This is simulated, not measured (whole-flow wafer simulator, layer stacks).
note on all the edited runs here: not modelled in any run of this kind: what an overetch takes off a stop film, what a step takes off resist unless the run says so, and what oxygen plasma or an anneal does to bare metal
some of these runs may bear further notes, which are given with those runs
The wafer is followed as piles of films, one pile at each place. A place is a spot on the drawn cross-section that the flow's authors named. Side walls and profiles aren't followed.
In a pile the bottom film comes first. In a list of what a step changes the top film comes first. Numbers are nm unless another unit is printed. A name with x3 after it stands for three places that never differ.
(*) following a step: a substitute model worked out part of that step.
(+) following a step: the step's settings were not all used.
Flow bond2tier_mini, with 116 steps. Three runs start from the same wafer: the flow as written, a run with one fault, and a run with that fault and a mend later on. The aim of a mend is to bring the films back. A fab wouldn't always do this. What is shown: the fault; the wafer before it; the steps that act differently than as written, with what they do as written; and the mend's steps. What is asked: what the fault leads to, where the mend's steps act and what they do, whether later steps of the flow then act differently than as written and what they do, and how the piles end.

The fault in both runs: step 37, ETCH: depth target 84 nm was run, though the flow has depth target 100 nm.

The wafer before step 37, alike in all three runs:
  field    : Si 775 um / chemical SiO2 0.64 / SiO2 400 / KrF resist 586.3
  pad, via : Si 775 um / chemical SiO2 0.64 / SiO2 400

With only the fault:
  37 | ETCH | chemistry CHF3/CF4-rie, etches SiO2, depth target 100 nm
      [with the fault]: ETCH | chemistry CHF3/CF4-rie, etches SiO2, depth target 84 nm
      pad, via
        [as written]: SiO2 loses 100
        [with the fault]: SiO2 loses 84
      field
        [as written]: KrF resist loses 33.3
        [with the fault]: KrF resist loses 28
  Steps later in the flow that act otherwise than as written (3 more steps, not shown, differ only slightly: by at most 2% or 0.5 nm, whichever is larger):
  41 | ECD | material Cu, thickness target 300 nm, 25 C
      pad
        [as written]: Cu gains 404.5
        [with the fault]: Cu gains 387.8
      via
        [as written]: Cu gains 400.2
        [with the fault]: Cu gains 384.1
  At pad, the piles at the end differ from the flow's by more than 2% or 0.5 nm, whichever is larger.
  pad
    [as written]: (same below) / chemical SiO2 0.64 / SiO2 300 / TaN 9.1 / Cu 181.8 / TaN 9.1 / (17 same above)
    [with the fault]: (same below) / chemical SiO2 0.64 / SiO2 316 / TaN 9.24 / Cu 165.7 / TaN 9.1 / (17 same above)

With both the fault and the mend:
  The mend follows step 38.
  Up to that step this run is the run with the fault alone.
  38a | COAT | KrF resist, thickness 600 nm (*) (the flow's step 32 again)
      field
        KrF resist gains 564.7 (new film)
      pad
        KrF resist gains 636.9 (new film)
      via
        KrF resist gains 632 (new film)
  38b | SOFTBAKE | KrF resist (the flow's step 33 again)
      leaves every film unchanged at each place that is followed
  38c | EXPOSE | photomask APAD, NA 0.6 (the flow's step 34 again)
      leaves every film unchanged at each place that is followed
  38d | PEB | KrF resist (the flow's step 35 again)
      leaves every film unchanged at each place that is followed
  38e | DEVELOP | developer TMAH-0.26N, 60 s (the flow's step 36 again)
      field
        KrF resist loses 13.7
      pad
        KrF resist loses 636.9 (all of it)
      via
        KrF resist loses 632 (all of it)
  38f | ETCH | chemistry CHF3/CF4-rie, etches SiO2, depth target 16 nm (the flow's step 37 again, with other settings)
      pad, via
        SiO2 loses 16
      field
        KrF resist loses 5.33
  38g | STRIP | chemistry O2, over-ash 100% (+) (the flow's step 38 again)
      field
        KrF resist loses 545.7 (all of it)
  Later steps of the flow that are run all act as written at every place that is followed.
  By the end, the piles equal the flow's at every place that both follow.
